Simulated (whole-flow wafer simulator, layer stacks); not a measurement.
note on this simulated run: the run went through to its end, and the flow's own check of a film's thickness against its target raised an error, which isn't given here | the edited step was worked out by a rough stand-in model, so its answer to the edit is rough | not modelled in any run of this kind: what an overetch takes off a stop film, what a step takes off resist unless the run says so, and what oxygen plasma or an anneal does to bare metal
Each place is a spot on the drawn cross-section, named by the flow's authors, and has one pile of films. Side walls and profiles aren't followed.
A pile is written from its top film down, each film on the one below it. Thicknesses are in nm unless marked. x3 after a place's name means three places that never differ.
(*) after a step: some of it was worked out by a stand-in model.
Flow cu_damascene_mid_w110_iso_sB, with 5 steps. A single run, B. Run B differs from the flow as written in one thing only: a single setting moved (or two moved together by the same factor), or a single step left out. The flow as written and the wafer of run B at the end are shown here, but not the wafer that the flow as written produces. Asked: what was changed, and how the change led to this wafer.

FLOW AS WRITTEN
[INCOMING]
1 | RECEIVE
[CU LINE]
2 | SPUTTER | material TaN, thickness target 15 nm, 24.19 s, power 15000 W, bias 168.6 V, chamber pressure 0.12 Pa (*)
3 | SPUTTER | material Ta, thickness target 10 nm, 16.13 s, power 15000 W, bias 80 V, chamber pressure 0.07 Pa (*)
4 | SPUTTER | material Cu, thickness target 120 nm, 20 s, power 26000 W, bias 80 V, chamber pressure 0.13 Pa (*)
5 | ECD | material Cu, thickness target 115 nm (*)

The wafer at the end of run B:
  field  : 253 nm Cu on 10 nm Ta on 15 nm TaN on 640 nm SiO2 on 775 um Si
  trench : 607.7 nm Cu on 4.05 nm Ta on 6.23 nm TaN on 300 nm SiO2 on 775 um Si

What caused this: step 4, SPUTTER: thickness target 138 nm was run, whereas the flow has thickness target 120 nm; step 4, SPUTTER: 23 s was run, where the flow has 20 s.

How this came from the change, step by step:
  4 | SPUTTER | material Cu, thickness target 120 nm, 20 s, power 26000 W, bias 80 V, chamber pressure 0.13 Pa (*)
      field: +138 Cu (new film) (it would be, as written: +120 Cu (new film))
      trench: +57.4 Cu (new film) (it would be, as written: +49.9 Cu (new film))
